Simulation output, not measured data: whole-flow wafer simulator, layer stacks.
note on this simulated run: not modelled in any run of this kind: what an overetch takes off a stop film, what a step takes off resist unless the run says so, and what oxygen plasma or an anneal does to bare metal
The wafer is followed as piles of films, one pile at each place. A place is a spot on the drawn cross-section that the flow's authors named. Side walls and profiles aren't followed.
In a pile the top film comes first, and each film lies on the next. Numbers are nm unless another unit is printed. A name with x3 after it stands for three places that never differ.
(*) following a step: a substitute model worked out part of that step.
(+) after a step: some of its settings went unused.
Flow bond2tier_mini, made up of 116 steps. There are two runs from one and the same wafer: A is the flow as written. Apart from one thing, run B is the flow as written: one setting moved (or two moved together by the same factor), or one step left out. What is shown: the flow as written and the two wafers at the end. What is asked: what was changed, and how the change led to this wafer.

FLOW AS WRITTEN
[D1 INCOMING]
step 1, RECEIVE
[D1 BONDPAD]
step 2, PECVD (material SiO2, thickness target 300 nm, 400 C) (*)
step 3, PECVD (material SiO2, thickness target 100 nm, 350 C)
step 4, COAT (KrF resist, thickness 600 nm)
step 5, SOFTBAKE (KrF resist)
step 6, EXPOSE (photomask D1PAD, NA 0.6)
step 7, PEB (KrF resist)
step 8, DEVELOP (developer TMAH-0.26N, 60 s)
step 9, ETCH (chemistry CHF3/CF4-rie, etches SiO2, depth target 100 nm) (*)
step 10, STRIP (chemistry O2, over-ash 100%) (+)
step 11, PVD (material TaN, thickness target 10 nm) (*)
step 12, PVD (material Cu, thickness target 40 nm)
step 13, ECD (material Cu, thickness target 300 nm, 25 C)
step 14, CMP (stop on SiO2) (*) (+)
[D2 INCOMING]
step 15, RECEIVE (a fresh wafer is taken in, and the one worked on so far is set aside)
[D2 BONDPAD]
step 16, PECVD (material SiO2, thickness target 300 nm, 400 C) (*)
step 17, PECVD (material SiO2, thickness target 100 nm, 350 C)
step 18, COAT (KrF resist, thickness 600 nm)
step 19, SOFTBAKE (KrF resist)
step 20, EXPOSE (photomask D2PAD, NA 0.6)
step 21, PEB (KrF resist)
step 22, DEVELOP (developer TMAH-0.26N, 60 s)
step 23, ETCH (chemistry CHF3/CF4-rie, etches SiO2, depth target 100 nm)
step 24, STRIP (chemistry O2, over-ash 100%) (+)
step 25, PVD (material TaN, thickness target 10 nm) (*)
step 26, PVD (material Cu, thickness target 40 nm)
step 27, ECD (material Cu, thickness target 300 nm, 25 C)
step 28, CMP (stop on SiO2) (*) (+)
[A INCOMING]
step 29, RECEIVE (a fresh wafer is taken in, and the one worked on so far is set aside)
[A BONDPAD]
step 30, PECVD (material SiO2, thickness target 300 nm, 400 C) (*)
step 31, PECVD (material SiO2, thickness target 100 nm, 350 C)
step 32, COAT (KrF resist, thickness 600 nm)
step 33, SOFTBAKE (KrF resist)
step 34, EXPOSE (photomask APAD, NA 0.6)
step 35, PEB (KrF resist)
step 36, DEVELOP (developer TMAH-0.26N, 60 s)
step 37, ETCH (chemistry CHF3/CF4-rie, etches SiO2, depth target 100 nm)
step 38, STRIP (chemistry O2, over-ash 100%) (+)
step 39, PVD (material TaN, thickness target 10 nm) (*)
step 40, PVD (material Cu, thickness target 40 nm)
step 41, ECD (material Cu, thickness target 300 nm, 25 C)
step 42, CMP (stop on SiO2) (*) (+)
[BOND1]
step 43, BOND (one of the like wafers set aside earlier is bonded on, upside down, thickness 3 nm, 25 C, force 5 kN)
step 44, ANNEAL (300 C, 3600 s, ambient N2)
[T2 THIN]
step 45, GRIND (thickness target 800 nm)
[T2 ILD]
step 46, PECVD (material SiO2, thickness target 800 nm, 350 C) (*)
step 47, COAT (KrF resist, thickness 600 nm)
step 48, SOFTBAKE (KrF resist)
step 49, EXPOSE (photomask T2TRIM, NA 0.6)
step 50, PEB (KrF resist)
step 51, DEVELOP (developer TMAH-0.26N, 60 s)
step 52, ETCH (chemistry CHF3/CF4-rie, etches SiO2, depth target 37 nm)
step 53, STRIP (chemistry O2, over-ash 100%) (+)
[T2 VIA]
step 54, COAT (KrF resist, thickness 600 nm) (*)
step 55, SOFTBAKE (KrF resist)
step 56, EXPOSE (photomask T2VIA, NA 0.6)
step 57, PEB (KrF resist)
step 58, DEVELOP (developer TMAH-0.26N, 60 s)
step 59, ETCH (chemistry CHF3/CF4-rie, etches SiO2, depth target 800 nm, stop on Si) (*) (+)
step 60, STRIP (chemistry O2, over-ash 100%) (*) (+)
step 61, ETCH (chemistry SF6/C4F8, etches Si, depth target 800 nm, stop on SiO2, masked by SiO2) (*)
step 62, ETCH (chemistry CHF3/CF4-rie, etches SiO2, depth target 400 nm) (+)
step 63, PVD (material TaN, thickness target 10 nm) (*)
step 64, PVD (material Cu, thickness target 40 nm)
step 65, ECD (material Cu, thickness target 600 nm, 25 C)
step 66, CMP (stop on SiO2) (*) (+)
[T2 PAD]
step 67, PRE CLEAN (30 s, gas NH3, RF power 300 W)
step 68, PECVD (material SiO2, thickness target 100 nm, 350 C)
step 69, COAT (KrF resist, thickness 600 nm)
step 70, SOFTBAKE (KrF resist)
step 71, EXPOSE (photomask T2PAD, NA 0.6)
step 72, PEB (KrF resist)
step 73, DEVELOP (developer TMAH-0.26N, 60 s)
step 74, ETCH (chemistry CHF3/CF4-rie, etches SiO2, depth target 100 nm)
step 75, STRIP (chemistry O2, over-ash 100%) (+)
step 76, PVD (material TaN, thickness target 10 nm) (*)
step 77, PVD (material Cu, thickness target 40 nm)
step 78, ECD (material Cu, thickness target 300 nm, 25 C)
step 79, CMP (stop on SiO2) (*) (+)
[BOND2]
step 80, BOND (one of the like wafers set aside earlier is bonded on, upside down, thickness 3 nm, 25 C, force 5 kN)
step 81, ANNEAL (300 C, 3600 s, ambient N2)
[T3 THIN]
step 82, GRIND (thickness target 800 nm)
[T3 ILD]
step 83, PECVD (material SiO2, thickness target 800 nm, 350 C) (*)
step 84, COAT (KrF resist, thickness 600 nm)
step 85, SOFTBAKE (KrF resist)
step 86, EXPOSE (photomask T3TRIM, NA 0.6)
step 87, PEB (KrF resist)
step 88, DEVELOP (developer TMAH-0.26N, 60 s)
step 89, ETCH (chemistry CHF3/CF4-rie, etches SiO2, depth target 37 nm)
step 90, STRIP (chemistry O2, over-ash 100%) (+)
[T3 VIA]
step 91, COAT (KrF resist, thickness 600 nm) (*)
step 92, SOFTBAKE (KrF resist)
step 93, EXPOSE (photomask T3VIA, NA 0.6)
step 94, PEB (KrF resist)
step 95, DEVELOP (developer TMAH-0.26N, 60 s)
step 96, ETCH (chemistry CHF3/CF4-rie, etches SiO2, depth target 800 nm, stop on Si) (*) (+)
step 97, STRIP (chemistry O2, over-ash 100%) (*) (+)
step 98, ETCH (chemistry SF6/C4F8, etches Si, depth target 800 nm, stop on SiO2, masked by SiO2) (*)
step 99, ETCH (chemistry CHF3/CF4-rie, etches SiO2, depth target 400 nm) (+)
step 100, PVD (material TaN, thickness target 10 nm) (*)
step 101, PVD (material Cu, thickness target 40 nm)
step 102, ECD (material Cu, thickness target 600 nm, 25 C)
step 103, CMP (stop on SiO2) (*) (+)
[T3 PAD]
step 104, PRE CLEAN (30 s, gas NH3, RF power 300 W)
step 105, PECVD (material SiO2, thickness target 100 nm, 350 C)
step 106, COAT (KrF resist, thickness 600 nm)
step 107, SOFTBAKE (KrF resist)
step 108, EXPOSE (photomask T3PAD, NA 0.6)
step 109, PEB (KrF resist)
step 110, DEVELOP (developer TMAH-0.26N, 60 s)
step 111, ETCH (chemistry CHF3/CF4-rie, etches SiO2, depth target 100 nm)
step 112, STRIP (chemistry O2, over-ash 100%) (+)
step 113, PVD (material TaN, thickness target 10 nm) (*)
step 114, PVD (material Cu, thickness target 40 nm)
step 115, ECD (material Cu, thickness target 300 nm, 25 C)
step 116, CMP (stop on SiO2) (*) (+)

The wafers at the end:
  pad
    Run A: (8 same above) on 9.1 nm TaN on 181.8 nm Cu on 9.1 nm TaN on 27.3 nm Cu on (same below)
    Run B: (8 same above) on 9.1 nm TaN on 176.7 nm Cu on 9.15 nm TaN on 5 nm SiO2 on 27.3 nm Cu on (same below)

What caused this: step 74, ETCH: depth target 95 nm was run, whereas the flow has depth target 100 nm.

The path from the change to this, step by step:
  step 74, ETCH (chemistry CHF3/CF4-rie, etches SiO2, depth target 100 nm)
      pad: A SiO2 loses 100 (all of it) | B SiO2 loses 95
      field: A KrF resist loses 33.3 | B KrF resist loses 31.7
Taking metal films that touch as one body, pad has 4 bodies (between them, from the top down: SiO2 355 / Si 800 / chemical SiO2 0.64 / SiO2 300; SiO2 5; SiO2 355 / Si 800 / chemical SiO2 0.64 / SiO2 300); the flow as written gives 3 bodies (between them, from the top down: SiO2 355 / Si 800 / chemical SiO2 0.64 / SiO2 300; SiO2 355 / Si 800 / chemical SiO2 0.64 / SiO2 300).
